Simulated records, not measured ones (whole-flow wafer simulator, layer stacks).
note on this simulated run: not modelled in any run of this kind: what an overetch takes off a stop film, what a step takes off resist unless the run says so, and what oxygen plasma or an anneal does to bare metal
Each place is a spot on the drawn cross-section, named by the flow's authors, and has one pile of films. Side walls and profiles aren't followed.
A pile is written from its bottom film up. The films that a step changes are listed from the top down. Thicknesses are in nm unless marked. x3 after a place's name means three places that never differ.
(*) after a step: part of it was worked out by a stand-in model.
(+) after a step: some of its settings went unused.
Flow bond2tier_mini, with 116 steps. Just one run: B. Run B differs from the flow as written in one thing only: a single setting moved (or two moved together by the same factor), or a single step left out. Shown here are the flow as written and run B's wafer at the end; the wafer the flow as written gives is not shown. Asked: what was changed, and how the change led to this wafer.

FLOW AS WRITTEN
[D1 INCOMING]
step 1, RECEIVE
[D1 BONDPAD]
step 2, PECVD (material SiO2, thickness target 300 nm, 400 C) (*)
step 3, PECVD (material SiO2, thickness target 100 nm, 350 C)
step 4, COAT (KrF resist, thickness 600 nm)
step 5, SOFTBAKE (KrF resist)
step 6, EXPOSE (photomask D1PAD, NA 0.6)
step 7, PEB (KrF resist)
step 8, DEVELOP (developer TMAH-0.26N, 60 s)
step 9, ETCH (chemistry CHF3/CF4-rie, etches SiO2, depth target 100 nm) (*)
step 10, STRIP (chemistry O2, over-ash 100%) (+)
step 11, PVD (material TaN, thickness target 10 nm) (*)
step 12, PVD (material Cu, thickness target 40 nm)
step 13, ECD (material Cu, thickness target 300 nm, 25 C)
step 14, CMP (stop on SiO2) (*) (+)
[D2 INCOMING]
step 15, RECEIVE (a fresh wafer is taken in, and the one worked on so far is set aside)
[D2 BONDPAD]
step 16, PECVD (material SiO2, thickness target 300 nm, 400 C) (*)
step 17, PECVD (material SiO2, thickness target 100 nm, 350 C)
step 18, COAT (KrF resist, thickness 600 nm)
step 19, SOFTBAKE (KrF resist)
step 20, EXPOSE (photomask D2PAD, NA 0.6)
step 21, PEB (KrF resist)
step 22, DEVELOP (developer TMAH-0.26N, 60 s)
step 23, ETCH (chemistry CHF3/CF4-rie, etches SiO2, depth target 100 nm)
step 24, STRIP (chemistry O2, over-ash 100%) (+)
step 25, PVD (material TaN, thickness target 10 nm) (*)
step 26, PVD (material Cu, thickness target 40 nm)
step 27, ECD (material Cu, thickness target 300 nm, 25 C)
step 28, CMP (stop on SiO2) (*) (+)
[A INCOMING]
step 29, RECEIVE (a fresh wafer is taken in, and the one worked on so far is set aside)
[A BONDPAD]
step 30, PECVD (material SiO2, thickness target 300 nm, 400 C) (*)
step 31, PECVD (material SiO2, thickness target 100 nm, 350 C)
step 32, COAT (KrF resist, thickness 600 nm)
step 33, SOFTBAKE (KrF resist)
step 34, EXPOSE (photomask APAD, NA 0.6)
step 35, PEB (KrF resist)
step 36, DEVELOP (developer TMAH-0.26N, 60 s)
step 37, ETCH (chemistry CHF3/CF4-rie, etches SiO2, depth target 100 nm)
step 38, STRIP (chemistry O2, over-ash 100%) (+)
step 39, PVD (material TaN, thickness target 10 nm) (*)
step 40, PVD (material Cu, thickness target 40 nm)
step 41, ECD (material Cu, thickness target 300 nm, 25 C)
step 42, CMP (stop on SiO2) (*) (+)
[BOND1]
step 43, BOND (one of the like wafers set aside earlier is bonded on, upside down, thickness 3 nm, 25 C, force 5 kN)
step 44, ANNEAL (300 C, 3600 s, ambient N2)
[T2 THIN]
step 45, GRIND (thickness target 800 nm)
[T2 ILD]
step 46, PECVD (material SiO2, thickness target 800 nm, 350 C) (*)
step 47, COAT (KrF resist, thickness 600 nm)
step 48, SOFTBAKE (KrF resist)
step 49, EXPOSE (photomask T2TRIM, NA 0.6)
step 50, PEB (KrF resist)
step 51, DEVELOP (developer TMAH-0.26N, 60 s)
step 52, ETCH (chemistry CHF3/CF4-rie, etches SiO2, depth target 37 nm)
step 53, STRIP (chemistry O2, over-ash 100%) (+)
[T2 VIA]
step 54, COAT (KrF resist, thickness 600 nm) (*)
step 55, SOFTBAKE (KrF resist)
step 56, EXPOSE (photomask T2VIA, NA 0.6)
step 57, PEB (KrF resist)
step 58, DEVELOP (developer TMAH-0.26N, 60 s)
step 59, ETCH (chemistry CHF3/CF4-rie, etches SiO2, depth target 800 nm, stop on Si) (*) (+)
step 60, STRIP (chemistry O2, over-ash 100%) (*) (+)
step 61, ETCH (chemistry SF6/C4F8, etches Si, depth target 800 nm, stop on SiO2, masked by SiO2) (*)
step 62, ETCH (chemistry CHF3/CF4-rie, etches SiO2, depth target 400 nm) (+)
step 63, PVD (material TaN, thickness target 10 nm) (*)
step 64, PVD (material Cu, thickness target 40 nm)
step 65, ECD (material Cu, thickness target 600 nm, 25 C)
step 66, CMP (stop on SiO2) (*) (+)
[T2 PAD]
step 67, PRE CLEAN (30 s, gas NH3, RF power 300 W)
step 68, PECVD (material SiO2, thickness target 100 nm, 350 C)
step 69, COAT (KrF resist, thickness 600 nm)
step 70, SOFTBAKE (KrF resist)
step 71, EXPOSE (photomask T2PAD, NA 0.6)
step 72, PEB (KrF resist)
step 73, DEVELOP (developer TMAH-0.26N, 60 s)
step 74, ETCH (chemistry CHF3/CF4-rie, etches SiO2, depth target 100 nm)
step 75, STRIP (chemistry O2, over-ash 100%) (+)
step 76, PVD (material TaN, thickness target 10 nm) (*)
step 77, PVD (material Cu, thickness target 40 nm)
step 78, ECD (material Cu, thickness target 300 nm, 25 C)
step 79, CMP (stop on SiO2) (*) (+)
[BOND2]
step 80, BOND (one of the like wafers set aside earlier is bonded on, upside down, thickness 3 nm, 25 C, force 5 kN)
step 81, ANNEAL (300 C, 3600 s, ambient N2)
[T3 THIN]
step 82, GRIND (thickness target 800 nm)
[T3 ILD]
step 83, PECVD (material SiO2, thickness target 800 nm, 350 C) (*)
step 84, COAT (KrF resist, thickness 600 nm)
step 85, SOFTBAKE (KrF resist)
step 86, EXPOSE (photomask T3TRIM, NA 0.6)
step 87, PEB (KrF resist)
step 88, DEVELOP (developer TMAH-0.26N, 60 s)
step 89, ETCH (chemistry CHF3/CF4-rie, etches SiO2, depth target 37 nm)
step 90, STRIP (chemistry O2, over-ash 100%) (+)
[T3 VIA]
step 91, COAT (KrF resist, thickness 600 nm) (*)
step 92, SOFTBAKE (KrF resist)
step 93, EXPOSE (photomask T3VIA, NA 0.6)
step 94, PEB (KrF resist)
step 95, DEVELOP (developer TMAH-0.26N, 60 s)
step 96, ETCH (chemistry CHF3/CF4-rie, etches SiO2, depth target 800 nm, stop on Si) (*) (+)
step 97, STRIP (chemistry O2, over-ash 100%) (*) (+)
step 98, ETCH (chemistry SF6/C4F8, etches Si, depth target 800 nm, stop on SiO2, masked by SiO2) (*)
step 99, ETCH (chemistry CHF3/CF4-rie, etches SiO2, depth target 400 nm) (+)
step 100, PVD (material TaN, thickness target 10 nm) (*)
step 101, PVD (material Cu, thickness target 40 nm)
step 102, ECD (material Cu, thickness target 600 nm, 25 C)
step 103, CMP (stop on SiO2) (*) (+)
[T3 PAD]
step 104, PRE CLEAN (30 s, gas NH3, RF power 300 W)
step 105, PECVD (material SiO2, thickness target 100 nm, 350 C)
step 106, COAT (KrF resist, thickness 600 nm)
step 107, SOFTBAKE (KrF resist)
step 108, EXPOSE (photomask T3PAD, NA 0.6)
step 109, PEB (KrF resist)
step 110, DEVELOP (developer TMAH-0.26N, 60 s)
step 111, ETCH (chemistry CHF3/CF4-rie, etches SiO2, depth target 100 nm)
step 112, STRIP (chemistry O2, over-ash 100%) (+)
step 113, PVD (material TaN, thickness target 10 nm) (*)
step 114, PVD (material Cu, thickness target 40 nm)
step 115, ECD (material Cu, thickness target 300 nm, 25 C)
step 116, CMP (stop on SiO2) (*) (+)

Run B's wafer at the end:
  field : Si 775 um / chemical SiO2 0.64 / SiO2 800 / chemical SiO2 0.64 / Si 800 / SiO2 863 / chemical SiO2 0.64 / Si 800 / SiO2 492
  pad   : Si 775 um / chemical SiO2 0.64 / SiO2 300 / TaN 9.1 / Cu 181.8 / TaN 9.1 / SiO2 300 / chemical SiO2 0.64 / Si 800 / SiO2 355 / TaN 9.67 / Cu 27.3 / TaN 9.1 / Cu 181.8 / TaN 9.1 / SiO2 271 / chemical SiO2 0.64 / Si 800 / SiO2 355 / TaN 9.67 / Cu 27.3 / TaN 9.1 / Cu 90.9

The reason: step 17, PECVD: thickness target 71 nm was run, while the flow as written has thickness target 100 nm.

How this came from the change, step by step:
  step 17, PECVD (material SiO2, thickness target 100 nm, 350 C)
      field, pad, via: +71 SiO2 (it would be, as written: +100 SiO2)
  step 80, BOND (one of the like wafers set aside earlier is bonded on, upside down, thickness 3 nm, 25 C, force 5 kN)
      field: +775 um Si (new film), +0.64 chemical SiO2 (new film), +371 SiO2 (it would be, as written: +775 um Si (new film), +0.64 chemical SiO2 (new film), +400 SiO2)
      pad: +775 um Si (new film), +0.64 chemical SiO2 (new film), +271 SiO2 (new film), +9.1 TaN (new film), +90.9 Cu (it would be, as written: +775 um Si (new film), +0.64 chemical SiO2 (new film), +300 SiO2 (new film), +9.1 TaN (new film), +90.9 Cu)
